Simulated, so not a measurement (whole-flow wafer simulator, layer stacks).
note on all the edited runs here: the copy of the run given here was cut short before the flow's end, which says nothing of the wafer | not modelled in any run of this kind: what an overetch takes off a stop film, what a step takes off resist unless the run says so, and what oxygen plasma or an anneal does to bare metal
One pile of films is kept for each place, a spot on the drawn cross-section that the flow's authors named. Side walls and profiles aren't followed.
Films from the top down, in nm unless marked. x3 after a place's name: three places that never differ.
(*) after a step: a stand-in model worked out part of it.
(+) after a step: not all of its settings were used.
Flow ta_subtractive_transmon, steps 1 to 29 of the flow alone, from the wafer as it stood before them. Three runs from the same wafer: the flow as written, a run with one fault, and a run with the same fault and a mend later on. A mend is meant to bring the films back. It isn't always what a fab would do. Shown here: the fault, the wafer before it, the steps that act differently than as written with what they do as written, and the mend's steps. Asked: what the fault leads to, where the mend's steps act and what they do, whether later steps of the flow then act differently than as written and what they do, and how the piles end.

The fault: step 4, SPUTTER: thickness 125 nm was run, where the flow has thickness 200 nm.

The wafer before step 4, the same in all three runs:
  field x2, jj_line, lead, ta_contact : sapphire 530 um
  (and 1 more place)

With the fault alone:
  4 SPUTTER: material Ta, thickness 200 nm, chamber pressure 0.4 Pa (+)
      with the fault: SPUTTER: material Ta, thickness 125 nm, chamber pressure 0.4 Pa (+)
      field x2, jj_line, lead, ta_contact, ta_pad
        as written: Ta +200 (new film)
        with the fault: Ta +125 (new film)
  Later steps of the flow that act differently than as written:
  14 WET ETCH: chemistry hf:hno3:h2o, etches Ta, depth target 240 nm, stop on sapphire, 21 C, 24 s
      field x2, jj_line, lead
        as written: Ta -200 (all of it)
        with the fault: Ta -125 (all of it)
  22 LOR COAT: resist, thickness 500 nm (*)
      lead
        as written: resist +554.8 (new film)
        with the fault: resist +535.2 (new film)
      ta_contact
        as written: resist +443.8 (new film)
        with the fault: resist +463.6 (new film)
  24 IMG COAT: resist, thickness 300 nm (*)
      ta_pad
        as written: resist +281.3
        with the fault: resist +288.1
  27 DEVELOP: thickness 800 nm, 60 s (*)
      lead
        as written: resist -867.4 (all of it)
        with the fault: resist -843 (all of it)
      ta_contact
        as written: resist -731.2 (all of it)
        with the fault: resist -756 (all of it)
  At the end the piles differ from the flow's by more than 2% or 0.5 nm, whichever is larger, at ta_contact, ta_pad.
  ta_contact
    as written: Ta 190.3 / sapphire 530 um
    with the fault: Ta 115.3 / sapphire 530 um
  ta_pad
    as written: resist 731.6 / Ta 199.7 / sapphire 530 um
    with the fault: resist 743.5 / Ta 124.7 / sapphire 530 um

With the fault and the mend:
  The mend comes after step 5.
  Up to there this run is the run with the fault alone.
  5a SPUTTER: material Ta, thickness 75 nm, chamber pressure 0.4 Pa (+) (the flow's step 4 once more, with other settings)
      field x2, jj_line, lead, ta_contact, ta_pad
        Ta +75
  No later step of the flow acts differently than as written at any place that is followed.
  At the end the piles are the same as the flow's at every place that both follow.
